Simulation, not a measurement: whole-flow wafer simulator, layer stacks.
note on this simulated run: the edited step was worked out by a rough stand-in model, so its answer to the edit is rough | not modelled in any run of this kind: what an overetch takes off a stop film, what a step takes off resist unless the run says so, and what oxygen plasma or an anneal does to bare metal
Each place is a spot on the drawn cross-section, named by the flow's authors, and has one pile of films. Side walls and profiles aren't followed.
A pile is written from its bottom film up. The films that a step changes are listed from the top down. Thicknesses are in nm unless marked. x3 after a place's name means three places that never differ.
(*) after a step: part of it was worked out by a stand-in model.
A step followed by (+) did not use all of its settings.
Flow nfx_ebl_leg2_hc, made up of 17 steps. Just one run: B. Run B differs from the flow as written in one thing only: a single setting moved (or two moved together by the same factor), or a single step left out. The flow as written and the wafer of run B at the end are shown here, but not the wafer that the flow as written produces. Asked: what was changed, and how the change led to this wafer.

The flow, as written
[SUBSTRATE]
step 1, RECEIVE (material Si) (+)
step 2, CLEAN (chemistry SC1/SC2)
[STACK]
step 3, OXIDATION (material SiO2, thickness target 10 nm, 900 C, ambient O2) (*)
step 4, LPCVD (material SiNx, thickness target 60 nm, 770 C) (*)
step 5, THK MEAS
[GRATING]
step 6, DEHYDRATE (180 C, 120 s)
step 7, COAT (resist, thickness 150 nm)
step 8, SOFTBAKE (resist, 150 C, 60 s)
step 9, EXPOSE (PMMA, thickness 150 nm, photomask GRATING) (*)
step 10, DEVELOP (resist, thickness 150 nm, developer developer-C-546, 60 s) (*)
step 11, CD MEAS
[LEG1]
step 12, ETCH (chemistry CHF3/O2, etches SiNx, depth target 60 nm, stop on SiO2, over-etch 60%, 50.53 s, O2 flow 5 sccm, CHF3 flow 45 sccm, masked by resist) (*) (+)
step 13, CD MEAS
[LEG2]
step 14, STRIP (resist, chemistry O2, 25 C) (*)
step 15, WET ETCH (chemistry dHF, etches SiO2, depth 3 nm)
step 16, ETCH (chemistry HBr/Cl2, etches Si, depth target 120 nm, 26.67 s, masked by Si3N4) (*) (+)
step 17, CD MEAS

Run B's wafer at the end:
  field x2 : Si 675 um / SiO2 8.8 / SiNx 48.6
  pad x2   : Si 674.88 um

What caused this: step 3, OXIDATION: thickness target 8.8 nm was run, while the flow as written has thickness target 10 nm.
The wafer lets one read it off: field x2 has SiO2 8.8, and step 3 as written asks for 10 nm.

The path from the change to this, step by step:
  step 3, OXIDATION (material SiO2, thickness target 10 nm, 900 C, ambient O2) (*)
      field x2, pad x2: +8.8 SiO2 (new film), -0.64 chemical SiO2 (all of it), -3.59 Si (it would be, as written: +10 SiO2 (new film), -0.64 chemical SiO2 (all of it), -4.12 Si)
  step 12, ETCH (chemistry CHF3/O2, etches SiNx, depth target 60 nm, stop on SiO2, over-etch 60%, 50.53 s, O2 flow 5 sccm, CHF3 flow 45 sccm, masked by resist) (*) (+)
      pad x2: -60 SiNx (all of it), -8.8 SiO2 (all of it) (it would be, as written: -60 SiNx (all of it), -10 SiO2 (all of it))
